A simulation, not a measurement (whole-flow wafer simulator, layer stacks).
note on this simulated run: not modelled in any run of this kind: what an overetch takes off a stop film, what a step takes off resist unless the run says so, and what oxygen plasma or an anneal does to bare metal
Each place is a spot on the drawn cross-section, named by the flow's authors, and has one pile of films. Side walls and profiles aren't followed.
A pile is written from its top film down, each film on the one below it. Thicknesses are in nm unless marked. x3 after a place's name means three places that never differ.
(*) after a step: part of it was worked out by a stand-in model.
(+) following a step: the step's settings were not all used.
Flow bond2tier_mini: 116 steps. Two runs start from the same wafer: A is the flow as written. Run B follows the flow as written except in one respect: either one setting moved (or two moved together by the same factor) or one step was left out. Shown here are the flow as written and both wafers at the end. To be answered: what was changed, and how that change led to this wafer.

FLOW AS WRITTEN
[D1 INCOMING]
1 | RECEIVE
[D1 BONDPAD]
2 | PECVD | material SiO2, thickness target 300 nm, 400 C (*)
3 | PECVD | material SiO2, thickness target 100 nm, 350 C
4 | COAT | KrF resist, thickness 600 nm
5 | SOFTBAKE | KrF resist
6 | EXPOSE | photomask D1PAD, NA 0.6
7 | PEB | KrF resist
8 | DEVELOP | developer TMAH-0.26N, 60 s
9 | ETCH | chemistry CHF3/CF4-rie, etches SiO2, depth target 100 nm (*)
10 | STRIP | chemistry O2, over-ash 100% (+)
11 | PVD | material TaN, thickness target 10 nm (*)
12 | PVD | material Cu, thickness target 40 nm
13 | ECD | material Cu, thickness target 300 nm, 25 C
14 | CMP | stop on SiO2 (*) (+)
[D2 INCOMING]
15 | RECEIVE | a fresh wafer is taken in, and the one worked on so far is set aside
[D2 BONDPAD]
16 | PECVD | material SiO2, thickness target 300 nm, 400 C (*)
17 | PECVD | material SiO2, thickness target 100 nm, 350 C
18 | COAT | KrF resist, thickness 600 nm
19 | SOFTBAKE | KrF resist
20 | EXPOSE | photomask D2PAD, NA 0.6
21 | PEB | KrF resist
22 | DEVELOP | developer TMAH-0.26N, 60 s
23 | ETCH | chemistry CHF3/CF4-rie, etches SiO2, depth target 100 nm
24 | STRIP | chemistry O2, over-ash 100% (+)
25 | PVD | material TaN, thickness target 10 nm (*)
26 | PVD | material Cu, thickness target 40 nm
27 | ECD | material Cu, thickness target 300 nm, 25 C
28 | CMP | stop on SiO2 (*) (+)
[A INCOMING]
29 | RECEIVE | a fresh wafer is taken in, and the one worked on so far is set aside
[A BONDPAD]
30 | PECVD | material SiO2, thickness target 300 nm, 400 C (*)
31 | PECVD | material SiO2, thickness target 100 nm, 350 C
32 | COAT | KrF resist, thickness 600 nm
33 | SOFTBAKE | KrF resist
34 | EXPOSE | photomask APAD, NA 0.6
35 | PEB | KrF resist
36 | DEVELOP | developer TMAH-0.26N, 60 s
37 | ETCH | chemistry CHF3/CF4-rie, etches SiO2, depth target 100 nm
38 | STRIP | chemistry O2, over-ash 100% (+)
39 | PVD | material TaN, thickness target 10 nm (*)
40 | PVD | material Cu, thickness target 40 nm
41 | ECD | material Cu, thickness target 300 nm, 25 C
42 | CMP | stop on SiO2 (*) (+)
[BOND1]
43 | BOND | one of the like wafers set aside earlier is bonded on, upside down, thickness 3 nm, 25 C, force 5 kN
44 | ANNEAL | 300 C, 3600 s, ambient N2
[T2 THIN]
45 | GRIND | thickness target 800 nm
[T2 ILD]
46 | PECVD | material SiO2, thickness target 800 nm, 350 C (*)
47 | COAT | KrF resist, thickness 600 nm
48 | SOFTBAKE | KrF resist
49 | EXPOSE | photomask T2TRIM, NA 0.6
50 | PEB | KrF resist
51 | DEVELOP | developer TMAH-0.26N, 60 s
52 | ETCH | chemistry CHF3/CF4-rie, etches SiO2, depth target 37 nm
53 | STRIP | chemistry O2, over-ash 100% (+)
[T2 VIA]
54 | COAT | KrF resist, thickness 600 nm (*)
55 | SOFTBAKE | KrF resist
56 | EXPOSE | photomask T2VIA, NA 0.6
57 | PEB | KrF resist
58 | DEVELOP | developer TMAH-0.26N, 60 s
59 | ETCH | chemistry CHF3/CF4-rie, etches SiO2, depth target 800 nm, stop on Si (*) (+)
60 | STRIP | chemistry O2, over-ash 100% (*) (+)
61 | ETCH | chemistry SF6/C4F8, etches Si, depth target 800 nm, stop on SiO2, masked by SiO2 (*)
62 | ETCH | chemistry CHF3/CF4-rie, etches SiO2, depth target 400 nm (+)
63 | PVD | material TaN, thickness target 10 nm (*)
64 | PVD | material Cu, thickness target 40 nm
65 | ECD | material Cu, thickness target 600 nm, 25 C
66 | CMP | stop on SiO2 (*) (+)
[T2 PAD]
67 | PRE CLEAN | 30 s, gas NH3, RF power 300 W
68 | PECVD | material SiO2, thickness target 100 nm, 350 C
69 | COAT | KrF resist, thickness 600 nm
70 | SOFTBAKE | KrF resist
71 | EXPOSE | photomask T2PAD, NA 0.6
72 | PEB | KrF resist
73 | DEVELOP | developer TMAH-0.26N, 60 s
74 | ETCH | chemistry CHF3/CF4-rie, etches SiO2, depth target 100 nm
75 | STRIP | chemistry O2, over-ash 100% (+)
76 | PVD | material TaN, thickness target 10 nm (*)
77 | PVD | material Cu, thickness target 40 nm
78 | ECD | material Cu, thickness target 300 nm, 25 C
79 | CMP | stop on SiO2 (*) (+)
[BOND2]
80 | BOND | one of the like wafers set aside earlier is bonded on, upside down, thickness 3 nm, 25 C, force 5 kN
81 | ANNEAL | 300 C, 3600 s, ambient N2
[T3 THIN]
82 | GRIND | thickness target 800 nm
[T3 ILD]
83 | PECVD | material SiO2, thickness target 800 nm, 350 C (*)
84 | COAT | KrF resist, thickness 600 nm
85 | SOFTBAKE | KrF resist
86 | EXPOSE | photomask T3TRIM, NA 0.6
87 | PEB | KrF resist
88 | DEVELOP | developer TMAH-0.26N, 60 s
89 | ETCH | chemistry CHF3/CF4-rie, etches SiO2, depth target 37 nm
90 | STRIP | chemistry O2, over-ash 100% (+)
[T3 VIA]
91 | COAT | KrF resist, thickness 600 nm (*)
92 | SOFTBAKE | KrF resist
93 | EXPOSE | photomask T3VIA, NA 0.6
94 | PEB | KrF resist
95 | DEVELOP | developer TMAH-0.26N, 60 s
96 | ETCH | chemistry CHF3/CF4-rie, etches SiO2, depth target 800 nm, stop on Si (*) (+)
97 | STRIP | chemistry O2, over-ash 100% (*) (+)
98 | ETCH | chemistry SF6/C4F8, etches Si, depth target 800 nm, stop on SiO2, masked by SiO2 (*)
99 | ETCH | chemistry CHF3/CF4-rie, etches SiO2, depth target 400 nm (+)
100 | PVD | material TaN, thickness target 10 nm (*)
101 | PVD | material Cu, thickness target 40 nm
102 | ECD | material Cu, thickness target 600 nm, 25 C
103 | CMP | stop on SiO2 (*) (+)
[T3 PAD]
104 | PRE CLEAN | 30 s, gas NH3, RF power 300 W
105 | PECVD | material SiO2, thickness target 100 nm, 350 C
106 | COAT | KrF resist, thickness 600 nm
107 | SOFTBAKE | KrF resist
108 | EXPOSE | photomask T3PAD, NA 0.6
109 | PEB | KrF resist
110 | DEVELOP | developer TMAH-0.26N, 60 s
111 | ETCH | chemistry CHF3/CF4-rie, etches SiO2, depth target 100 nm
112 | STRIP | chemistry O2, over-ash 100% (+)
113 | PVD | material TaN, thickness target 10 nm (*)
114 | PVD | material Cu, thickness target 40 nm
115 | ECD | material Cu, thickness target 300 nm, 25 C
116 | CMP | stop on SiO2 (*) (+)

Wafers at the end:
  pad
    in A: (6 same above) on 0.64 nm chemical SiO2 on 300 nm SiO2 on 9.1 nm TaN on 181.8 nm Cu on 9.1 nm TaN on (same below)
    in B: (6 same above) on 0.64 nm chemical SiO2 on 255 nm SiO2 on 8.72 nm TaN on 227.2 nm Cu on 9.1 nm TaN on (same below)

What caused this: step 23, ETCH: depth target 145 nm was run, while the flow as written has depth target 100 nm.

Step by step, how the change led to this:
  23 | ETCH | chemistry CHF3/CF4-rie, etches SiO2, depth target 100 nm
      pad, via: A -100 SiO2 | B -145 SiO2
      field: A -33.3 KrF resist | B -48.3 KrF resist
  24 | STRIP | chemistry O2, over-ash 100% (+)
      field: A -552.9 KrF resist (all of it) | B -537.9 KrF resist (all of it)
  26 | PVD | material Cu, thickness target 40 nm
      pad: A +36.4 Cu (new film) | B +34.9 Cu (new film)
  27 | ECD | material Cu, thickness target 300 nm, 25 C
      pad: A +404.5 Cu | B +451.4 Cu
      via: A +400.2 Cu | B +445.5 Cu
  80 | BOND | one of the like wafers set aside earlier is bonded on, upside down, thickness 3 nm, 25 C, force 5 kN
      pad: A +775 um Si (new film), +0.64 chemical SiO2 (new film), +300 SiO2 (new film), +9.1 TaN (new film), +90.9 Cu | B +775 um Si (new film), +0.64 chemical SiO2 (new film), +255 SiO2 (new film), +8.72 TaN (new film), +136.3 Cu
